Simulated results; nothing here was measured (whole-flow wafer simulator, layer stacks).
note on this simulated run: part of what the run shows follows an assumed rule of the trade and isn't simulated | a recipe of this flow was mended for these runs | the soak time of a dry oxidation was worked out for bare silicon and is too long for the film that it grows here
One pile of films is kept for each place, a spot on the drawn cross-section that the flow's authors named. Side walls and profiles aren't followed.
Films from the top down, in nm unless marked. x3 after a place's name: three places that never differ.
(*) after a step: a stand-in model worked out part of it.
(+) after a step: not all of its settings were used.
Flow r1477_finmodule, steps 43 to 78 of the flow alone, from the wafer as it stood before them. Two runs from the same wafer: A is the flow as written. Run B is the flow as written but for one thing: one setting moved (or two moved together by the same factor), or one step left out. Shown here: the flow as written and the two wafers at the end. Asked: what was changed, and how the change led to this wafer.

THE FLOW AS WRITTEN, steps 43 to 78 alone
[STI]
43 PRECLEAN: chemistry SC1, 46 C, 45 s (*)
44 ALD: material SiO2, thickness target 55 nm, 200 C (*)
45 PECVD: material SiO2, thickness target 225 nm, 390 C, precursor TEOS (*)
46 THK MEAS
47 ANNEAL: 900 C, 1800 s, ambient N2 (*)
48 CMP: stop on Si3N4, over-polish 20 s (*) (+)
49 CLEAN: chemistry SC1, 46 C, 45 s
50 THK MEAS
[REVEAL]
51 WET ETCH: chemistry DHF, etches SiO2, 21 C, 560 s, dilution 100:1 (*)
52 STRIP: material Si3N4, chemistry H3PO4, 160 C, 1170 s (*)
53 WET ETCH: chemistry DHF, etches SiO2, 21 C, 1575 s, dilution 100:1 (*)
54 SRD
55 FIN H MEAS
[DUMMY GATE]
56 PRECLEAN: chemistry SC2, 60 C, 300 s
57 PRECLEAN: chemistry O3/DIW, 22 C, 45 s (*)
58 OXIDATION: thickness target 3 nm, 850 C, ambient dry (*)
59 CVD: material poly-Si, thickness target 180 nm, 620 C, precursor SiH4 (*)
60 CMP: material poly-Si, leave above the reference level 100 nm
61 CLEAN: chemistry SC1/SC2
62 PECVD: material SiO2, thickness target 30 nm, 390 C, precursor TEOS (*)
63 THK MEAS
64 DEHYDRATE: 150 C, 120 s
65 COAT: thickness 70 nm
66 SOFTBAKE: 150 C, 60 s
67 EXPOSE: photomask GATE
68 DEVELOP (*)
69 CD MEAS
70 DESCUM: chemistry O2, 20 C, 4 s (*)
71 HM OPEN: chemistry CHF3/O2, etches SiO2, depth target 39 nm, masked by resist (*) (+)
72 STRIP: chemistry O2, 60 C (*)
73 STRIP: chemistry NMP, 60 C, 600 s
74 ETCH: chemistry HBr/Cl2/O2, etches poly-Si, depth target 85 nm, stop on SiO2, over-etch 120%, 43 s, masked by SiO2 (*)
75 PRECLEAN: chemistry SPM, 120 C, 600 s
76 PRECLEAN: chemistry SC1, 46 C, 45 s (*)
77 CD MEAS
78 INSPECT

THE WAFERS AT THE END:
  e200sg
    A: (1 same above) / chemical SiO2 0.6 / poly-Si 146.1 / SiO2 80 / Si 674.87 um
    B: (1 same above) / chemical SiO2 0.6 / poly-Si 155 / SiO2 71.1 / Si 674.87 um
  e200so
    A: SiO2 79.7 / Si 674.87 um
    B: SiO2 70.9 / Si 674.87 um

The cause: step 44, ALD: thickness target 27.5 nm was run, where the flow has thickness target 55 nm.

How the change led to this, step by step:
  44 ALD: material SiO2, thickness target 55 nm, 200 C (*)
      elg x4, elo x4: A SiO2 +55 (new film) | B SiO2 +27.5 (new film)
      esg x3, eso x3: A SiO2 +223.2 (new film) | B SiO2 +195.7 (new film)
      (and at 22 more places)
  45 PECVD: material SiO2, thickness target 225 nm, 390 C, precursor TEOS (*)
      e200sg, e200so: A SiO2 +225 | B SiO2 +393.1
      s40sg, s40so: A SiO2 +225 | B SiO2 +240.7
  47 ANNEAL: 900 C, 1800 s, ambient N2 (*)
      e200sg, e200so: A SiO2 -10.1 | B SiO2 -17.7
      s40sg, s40so: A SiO2 -10.1 | B SiO2 -10.8
  48 CMP: stop on Si3N4, over-polish 20 s (*) (+)
      elg x4, esg x3, elo x4, eso x3: A SiO2 -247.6 | B SiO2 -220.1
      s40cg x3, s45sg x2, s40co x3, s45so x2: A SiO2 -288.1 | B SiO2 -260.6
      (and at 12 more places)
  51 WET ETCH: chemistry DHF, etches SiO2, 21 C, 560 s, dilution 100:1 (*)
      e200sg, e200so: A SiO2 -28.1 | B SiO2 -30.5
  53 WET ETCH: chemistry DHF, etches SiO2, 21 C, 1575 s, dilution 100:1 (*)
      e200sg, e200so: A SiO2 -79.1 | B SiO2 -85.7
  59 CVD: material poly-Si, thickness target 180 nm, 620 C, precursor SiH4 (*)
      e200sg, e200so: A poly-Si +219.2 (new film) | B poly-Si +235.2 (new film)
  60 CMP: material poly-Si, leave above the reference level 100 nm
      e200sg, e200so: A poly-Si -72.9 | B poly-Si -80
  74 ETCH: chemistry HBr/Cl2/O2, etches poly-Si, depth target 85 nm, stop on SiO2, over-etch 120%, 43 s, masked by SiO2 (*)
      e200so: A chemical SiO2 -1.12 (all of it), poly-Si -143.9 (all of it), SiO2 -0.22 | B chemical SiO2 -1.12 (all of it), poly-Si -152.8 (all of it), SiO2 -0.17
